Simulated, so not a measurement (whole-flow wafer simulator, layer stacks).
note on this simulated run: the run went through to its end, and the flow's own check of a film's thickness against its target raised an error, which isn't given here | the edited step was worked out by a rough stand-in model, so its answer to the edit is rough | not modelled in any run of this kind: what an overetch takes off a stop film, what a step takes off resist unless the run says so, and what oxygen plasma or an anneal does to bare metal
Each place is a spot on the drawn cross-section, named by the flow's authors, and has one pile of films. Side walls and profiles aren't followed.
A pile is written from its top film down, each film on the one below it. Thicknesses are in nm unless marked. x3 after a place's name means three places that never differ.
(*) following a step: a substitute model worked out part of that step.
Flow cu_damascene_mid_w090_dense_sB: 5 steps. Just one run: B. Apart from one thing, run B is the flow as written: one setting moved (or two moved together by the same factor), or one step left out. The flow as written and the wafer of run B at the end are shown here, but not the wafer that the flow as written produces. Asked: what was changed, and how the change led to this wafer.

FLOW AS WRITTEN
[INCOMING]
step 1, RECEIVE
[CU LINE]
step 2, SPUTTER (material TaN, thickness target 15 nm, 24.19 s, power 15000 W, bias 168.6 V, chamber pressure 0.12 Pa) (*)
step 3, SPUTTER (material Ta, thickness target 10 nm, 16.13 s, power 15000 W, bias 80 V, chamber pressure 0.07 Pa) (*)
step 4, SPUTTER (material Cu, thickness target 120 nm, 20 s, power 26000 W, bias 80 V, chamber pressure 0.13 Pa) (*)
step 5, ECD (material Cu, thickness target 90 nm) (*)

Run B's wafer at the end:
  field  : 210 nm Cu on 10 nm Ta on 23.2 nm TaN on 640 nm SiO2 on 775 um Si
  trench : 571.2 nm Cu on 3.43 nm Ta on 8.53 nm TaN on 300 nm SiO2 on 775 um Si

The reason: step 2, SPUTTER: thickness target 23.2 nm was run, whereas the flow has thickness target 15 nm; step 2, SPUTTER: 37.49 s was run, where the flow has 24.19 s.
The wafer lets one read it off: field has TaN 23.2, and step 2 as written asks for 15 nm.

How this came from the change, step by step:
  step 2, SPUTTER (material TaN, thickness target 15 nm, 24.19 s, power 15000 W, bias 168.6 V, chamber pressure 0.12 Pa) (*)
      field: +23.2 TaN (new film) (as written it would have been: +15 TaN (new film))
      trench: +8.53 TaN (new film) (as written it would have been: +5.51 TaN (new film))
  step 4, SPUTTER (material Cu, thickness target 120 nm, 20 s, power 26000 W, bias 80 V, chamber pressure 0.13 Pa) (*)
      trench: +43 Cu (new film) (as written it would have been: +44.3 Cu (new film))
